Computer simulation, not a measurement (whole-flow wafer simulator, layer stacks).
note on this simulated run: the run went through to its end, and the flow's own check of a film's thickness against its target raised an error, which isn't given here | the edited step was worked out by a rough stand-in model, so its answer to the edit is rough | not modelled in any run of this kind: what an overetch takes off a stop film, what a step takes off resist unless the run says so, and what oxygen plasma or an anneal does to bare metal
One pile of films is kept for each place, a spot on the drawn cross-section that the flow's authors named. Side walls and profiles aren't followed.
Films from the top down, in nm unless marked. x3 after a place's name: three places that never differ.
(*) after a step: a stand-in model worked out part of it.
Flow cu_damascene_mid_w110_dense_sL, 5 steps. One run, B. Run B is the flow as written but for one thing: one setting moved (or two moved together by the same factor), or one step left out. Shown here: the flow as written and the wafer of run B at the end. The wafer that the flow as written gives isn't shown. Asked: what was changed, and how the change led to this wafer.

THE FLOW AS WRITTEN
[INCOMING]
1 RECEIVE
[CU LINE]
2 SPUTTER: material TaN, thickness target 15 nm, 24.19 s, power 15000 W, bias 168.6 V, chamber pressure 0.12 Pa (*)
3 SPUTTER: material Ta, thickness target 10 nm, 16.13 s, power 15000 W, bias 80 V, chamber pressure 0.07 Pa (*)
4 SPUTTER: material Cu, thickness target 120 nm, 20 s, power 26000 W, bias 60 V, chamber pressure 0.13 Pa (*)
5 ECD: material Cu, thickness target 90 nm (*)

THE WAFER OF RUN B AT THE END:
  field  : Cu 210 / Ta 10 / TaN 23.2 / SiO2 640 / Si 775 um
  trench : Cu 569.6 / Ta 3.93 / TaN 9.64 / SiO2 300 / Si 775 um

The cause: step 2, SPUTTER: thickness target 23.2 nm was run, where the flow has thickness target 15 nm; step 2, SPUTTER: 37.49 s was run, where the flow has 24.19 s.
It can be read off the wafer: field has TaN 23.2, and step 2 as written asks for 15 nm.

How the change led to this, step by step:
  2 SPUTTER: material TaN, thickness target 15 nm, 24.19 s, power 15000 W, bias 168.6 V, chamber pressure 0.12 Pa (*)
      field: TaN +23.2 (new film) (as written it would be: TaN +15 (new film))
      trench: TaN +9.64 (new film) (as written it would be: TaN +6.23 (new film))
  4 SPUTTER: material Cu, thickness target 120 nm, 20 s, power 26000 W, bias 60 V, chamber pressure 0.13 Pa (*)
      trench: Cu +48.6 (new film) (as written it would be: Cu +49.9 (new film))
